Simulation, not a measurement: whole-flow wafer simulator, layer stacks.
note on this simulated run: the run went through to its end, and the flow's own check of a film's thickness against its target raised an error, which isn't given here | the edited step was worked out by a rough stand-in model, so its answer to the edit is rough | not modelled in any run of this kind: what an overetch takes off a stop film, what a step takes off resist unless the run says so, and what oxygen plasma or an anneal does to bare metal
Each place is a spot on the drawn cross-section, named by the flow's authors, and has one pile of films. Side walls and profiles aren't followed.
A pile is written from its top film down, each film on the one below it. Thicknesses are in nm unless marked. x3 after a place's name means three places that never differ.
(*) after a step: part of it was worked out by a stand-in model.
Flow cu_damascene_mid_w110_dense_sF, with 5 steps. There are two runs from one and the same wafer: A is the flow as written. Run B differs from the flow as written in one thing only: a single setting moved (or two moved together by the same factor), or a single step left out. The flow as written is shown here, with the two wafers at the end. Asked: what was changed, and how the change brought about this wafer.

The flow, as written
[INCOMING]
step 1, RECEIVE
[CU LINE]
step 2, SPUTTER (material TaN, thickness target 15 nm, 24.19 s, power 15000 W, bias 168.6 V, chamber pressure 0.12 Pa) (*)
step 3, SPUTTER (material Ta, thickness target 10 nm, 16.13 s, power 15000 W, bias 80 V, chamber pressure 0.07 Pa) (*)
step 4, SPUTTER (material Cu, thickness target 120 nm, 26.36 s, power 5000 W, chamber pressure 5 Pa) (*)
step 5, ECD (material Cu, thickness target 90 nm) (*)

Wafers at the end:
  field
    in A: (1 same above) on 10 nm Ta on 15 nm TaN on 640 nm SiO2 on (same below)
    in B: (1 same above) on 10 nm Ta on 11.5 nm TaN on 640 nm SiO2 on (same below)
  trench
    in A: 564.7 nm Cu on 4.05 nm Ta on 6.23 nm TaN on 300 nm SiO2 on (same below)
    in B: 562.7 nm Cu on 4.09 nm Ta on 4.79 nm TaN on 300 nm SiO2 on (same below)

Cause: step 2, SPUTTER: power 11550 W was run, though the flow has power 15000 W.

Step by step, how the change led to this:
  step 2, SPUTTER (material TaN, thickness target 15 nm, 24.19 s, power 15000 W, bias 168.6 V, chamber pressure 0.12 Pa) (*)
      field: A TaN gains 15 (new film) | B TaN gains 11.5 (new film)
      trench: A TaN gains 6.23 (new film) | B TaN gains 4.79 (new film)
